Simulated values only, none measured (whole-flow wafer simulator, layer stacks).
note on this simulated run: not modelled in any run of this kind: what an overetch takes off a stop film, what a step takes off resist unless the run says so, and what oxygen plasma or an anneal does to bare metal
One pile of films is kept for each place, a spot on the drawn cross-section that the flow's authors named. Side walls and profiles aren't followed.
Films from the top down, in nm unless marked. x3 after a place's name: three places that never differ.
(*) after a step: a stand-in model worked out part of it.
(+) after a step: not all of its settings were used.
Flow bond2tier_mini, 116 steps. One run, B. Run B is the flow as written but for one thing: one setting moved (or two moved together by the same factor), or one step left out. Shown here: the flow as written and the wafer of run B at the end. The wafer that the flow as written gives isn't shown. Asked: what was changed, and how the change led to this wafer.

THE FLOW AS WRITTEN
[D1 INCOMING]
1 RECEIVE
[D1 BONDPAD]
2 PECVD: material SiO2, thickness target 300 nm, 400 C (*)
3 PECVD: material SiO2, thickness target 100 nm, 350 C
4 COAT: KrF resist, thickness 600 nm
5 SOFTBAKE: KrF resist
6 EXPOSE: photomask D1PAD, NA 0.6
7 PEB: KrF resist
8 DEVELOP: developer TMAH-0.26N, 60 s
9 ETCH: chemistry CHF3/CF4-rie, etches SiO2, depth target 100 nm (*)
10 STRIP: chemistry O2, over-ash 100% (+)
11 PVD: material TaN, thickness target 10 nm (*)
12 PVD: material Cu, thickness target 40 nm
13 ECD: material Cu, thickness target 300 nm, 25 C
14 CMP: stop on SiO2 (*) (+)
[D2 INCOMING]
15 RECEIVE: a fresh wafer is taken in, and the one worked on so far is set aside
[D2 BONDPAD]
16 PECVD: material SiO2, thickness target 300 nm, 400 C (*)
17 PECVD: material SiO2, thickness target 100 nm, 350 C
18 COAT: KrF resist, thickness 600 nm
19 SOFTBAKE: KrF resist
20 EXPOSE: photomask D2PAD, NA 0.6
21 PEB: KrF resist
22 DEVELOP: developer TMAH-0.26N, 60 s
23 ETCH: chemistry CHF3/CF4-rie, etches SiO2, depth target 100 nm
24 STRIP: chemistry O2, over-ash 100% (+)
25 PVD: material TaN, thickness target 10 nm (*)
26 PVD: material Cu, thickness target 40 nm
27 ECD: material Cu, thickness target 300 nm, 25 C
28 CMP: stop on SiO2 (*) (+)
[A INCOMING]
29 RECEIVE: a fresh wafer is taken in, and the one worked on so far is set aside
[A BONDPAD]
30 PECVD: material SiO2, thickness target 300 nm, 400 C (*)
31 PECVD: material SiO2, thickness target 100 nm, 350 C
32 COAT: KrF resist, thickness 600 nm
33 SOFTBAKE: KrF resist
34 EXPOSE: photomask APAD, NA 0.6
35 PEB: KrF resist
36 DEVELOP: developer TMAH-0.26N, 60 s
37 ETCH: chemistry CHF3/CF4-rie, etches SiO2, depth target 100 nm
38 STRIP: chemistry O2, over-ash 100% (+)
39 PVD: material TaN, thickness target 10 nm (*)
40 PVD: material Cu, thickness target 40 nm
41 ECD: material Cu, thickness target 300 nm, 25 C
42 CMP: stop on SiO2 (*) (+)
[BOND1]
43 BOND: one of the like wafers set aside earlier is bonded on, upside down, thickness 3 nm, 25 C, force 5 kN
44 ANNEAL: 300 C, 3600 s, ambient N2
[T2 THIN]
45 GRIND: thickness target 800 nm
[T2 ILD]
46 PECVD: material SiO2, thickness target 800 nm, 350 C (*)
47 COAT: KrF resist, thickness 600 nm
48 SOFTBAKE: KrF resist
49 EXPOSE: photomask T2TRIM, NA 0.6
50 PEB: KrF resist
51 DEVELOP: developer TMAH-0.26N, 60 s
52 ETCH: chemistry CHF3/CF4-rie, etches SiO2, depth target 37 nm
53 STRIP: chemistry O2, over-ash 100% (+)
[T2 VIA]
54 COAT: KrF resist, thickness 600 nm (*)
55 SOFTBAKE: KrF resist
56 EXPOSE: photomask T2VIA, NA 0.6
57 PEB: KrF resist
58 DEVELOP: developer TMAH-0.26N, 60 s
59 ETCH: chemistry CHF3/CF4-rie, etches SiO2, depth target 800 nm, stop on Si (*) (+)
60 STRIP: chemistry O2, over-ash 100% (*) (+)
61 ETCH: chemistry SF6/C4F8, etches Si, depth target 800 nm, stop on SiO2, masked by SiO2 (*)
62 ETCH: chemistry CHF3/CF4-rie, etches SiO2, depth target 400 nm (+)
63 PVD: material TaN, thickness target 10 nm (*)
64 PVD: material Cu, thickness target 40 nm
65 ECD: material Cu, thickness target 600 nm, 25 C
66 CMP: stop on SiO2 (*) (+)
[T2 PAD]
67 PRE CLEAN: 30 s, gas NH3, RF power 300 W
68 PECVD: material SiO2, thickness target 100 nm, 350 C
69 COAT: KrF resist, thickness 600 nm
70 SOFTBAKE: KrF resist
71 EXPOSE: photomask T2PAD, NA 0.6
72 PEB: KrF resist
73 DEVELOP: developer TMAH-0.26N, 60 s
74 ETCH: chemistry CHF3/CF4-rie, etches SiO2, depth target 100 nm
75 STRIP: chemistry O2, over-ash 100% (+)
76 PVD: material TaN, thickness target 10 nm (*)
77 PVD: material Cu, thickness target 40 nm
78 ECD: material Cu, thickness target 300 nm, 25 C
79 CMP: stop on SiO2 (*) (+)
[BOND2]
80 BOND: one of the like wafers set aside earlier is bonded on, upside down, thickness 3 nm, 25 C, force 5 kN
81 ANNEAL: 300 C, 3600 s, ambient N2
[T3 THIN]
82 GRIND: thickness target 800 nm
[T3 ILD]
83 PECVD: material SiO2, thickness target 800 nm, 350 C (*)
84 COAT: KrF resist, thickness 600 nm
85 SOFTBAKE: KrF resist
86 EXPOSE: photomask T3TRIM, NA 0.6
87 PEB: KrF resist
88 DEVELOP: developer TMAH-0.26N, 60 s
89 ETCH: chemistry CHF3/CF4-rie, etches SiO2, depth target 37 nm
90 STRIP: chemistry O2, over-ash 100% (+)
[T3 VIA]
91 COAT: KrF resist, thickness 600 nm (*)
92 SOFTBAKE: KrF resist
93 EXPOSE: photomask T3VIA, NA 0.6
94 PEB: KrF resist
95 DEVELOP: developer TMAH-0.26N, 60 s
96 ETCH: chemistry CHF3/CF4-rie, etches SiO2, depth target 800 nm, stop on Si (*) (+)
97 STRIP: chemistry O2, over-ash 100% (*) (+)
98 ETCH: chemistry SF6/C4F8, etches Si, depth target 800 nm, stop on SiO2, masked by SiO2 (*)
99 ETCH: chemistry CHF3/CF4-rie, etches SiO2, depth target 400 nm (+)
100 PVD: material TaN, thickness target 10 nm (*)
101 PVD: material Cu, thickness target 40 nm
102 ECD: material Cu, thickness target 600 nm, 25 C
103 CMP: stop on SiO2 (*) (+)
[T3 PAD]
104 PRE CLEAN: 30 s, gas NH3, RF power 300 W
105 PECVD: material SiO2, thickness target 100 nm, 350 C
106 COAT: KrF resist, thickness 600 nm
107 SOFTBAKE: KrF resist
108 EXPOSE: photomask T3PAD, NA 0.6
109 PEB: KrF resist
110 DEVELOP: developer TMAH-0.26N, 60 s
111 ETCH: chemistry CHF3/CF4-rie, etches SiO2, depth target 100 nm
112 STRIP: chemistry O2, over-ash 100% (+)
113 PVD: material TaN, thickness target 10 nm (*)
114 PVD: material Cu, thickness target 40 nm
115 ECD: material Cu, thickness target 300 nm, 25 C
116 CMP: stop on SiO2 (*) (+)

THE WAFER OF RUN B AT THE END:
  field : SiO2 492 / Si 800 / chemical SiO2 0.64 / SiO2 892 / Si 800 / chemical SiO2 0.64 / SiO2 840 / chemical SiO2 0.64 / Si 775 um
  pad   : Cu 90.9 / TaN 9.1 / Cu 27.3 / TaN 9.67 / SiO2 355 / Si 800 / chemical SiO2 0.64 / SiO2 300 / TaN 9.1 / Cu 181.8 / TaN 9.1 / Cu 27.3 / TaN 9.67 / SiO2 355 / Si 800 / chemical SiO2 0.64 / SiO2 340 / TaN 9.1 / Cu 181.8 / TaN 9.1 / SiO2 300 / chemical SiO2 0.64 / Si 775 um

The cause: step 3, PECVD: thickness target 140 nm was run, where the flow has thickness target 100 nm.

How the change led to this, step by step:
  3 PECVD: material SiO2, thickness target 100 nm, 350 C
      field, pad, via: SiO2 +140 (as written it would be: SiO2 +100)
  43 BOND: one of the like wafers set aside earlier is bonded on, upside down, thickness 3 nm, 25 C, force 5 kN
      field: Si +775 um (new film), chemical SiO2 +0.64 (new film), SiO2 +440 (as written it would be: Si +775 um (new film), chemical SiO2 +0.64 (new film), SiO2 +400)
      pad: Si +775 um (new film), chemical SiO2 +0.64 (new film), SiO2 +340 (new film), TaN +9.1 (new film), Cu +90.9 (as written it would be: Si +775 um (new film), chemical SiO2 +0.64 (new film), SiO2 +300 (new film), TaN +9.1 (new film), Cu +90.9)
      (and at 1 more place)
